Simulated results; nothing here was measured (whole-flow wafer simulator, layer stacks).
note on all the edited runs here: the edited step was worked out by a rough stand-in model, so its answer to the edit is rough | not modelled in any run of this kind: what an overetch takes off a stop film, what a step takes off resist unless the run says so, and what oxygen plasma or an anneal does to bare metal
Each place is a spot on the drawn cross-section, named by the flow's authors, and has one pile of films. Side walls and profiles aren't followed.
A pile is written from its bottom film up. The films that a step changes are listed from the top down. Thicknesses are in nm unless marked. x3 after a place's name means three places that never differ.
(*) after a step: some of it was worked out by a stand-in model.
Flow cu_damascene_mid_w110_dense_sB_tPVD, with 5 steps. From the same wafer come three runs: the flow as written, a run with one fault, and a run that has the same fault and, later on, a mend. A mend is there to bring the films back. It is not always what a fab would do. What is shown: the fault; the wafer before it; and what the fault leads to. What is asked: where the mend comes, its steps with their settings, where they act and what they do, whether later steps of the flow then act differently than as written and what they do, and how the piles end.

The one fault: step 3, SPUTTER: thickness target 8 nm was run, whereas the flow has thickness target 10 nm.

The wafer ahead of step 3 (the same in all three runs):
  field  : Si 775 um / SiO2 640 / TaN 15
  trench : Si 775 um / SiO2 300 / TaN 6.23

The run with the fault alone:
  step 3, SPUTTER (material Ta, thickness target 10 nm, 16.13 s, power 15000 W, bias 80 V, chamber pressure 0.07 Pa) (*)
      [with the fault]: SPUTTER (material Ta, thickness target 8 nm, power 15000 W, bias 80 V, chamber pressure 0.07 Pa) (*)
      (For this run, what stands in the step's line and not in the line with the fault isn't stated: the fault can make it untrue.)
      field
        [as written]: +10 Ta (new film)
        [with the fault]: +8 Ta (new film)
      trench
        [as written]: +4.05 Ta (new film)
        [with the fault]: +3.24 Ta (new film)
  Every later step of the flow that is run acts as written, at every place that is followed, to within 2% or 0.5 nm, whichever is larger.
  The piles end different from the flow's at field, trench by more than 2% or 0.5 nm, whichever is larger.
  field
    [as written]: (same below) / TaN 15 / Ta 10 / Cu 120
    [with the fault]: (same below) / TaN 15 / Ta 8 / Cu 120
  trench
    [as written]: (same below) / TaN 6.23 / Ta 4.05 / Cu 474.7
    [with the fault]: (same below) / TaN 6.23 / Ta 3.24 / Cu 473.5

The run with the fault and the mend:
  The mend stands after step 3.
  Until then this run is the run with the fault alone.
  step 3a, SPUTTER (material Ta, thickness target 2 nm, power 15000 W, bias 80 V, chamber pressure 0.07 Pa) (*) (the flow's step 3, run once more with other settings)
      field
        +2 Ta
      trench
        +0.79 Ta
  Every later step of the flow that is run acts as written, at every place that is followed, to within 2% or 0.5 nm, whichever is larger.
  At the end the piles are close to the flow's at the places that both follow, differing by at most 2% or 0.5 nm, whichever is larger.
